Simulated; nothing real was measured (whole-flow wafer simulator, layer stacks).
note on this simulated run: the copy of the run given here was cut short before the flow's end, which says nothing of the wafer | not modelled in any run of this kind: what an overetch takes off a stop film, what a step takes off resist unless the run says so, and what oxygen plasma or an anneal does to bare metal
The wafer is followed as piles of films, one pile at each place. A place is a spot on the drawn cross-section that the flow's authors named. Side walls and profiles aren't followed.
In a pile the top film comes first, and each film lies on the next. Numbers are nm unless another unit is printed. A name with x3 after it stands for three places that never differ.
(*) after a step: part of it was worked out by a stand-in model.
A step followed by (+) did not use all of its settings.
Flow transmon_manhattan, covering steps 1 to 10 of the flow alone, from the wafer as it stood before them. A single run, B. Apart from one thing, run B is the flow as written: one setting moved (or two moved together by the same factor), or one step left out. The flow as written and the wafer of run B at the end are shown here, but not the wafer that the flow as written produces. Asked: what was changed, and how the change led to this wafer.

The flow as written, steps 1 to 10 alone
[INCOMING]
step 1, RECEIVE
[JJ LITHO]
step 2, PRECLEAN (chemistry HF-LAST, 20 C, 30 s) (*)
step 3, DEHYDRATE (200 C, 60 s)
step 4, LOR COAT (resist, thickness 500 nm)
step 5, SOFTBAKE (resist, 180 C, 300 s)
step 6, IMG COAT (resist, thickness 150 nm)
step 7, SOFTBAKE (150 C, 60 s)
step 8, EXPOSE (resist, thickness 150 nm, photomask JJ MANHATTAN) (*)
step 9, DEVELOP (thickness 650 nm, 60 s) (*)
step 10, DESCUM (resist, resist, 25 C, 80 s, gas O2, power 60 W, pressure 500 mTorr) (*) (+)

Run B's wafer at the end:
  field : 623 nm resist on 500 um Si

Cause: step 6, IMG COAT: thickness 135 nm was run, though the flow has thickness 150 nm.

How this came from the change, step by step:
  step 6, IMG COAT (resist, thickness 150 nm)
      field, chan_a x2: +135 resist (it would be, as written: +150 resist)
  step 9, DEVELOP (thickness 650 nm, 60 s) (*)
      chan_a x2: -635 resist (all of it) (it would be, as written: -650 resist (all of it))
